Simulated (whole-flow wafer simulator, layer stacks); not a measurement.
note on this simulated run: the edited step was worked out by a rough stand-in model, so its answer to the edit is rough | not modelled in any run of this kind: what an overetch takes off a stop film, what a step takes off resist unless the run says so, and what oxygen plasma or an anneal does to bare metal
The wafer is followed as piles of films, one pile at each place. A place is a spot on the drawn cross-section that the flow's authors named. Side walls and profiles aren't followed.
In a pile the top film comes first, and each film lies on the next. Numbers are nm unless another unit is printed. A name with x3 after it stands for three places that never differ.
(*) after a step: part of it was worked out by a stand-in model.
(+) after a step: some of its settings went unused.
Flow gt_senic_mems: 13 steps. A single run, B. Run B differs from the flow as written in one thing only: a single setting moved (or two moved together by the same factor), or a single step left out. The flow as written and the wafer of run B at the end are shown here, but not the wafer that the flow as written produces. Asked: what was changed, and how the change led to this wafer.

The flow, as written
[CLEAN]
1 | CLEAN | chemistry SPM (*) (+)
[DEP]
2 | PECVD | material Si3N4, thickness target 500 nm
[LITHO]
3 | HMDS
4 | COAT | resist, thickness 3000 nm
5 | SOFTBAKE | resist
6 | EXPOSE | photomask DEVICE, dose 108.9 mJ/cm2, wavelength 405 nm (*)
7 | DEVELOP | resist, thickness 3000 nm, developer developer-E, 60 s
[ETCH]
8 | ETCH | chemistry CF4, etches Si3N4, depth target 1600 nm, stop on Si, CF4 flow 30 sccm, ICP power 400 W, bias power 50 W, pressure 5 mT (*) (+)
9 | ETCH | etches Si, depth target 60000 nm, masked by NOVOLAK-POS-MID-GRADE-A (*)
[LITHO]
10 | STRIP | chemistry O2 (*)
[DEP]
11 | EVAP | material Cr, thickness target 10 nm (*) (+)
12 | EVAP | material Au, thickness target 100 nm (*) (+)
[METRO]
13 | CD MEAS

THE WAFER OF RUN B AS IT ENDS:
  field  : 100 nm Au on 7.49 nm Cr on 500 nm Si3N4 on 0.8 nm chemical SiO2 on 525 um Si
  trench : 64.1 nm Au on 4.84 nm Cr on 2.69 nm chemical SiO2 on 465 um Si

The reason: step 11, EVAP: thickness target 7.49 nm was run, though the flow has thickness target 10 nm.
One can read it off the wafer: field has Cr 7.49, and step 11 as written asks for 10 nm.

Step by step, how the change led to this:
  11 | EVAP | material Cr, thickness target 10 nm (*) (+)
      field: Cr gains 7.49 (new film) (as written it would have been: Cr gains 10 (new film))
      trench: Cr gains 4.84 (new film) (as written it would have been: Cr gains 6.45 (new film))
